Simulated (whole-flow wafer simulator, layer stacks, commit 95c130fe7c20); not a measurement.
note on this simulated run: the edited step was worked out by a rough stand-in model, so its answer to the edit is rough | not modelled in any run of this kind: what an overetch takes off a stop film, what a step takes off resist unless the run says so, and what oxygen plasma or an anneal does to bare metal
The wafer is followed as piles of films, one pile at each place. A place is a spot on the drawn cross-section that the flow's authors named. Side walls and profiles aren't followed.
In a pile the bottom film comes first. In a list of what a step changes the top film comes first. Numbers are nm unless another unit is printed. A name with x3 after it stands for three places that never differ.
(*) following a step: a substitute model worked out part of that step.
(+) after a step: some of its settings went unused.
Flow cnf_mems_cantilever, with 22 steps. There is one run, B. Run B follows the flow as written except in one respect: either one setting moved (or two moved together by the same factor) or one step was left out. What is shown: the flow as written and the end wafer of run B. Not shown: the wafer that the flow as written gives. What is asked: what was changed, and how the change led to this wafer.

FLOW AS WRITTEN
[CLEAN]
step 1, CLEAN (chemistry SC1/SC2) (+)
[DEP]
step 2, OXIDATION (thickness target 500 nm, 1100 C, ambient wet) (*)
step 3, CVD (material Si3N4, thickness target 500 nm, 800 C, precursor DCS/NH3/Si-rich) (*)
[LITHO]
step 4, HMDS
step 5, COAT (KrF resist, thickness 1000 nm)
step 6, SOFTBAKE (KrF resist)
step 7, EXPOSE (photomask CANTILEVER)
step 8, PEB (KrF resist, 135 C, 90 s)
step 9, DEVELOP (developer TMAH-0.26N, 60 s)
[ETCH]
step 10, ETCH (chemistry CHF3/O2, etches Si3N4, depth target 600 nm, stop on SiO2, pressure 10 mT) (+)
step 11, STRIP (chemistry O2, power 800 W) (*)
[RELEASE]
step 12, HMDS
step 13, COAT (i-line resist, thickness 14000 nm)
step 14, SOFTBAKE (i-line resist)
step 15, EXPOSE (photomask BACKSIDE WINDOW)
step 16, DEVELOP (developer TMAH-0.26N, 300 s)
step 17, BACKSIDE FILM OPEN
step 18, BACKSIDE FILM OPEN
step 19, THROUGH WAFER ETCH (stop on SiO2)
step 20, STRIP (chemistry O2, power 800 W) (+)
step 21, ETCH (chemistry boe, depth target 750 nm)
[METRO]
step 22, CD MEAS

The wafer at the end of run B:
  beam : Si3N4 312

Cause: step 3, CVD: thickness target 312 nm was run, whereas the flow has thickness target 500 nm.
One can read it off the wafer: beam has Si3N4 312, and step 3 as written asks for 500 nm.

How this came from the change, step by step:
  step 3, CVD (material Si3N4, thickness target 500 nm, 800 C, precursor DCS/NH3/Si-rich) (*)
      field, beam: Si3N4 gains 312 (new film) (it would be, as written: Si3N4 gains 500 (new film))
  step 10, ETCH (chemistry CHF3/O2, etches Si3N4, depth target 600 nm, stop on SiO2, pressure 10 mT) (+)
      field: Si3N4 loses 312 (all of it) (it would be, as written: Si3N4 loses 500 (all of it))
      beam: KrF resist loses 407 (it would be, as written: KrF resist loses 521.7)
  step 11, STRIP (chemistry O2, power 800 W) (*)
      beam: KrF resist loses 534.7 (all of it) (it would be, as written: KrF resist loses 419.9 (all of it))
